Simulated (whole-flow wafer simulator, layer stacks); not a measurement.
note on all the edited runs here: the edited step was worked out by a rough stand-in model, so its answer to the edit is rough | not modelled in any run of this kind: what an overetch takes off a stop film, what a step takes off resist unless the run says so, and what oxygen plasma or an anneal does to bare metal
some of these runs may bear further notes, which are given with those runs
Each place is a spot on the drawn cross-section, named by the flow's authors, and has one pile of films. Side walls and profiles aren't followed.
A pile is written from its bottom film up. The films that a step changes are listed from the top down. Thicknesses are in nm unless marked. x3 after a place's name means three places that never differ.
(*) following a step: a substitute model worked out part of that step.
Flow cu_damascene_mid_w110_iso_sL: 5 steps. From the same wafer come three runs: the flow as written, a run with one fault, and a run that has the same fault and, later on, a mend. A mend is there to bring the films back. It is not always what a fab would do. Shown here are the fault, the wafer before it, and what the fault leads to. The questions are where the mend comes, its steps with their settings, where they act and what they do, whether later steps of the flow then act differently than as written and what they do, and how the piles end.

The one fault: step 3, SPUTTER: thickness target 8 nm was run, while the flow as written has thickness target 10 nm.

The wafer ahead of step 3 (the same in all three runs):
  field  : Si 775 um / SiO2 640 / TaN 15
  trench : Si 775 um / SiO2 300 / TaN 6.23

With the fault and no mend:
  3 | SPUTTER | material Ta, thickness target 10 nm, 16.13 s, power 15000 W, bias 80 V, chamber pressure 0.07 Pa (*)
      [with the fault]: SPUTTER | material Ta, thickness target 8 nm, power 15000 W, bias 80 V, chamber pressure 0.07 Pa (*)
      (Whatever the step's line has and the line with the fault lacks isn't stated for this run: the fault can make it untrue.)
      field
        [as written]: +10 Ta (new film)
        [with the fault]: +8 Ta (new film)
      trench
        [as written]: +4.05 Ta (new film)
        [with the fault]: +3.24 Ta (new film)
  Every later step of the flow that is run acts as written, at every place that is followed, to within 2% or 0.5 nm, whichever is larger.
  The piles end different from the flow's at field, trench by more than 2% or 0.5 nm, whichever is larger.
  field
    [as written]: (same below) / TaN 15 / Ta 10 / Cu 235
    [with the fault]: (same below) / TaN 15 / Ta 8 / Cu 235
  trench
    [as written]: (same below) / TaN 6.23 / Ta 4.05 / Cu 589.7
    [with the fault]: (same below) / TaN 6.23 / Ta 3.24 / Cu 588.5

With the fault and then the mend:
  The mend stands after step 3.
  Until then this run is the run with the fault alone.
  3a | SPUTTER | material Ta, thickness target 2 nm, power 15000 W, bias 80 V, chamber pressure 0.07 Pa (*) (the flow's step 3, run once more with other settings)
      field
        +2 Ta
      trench
        +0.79 Ta
  Every later step of the flow that is run acts as written at every place that is followed.
  The piles end only slightly different from the flow's at the places that both follow, by no more than 2% or 0.5 nm, whichever is larger.
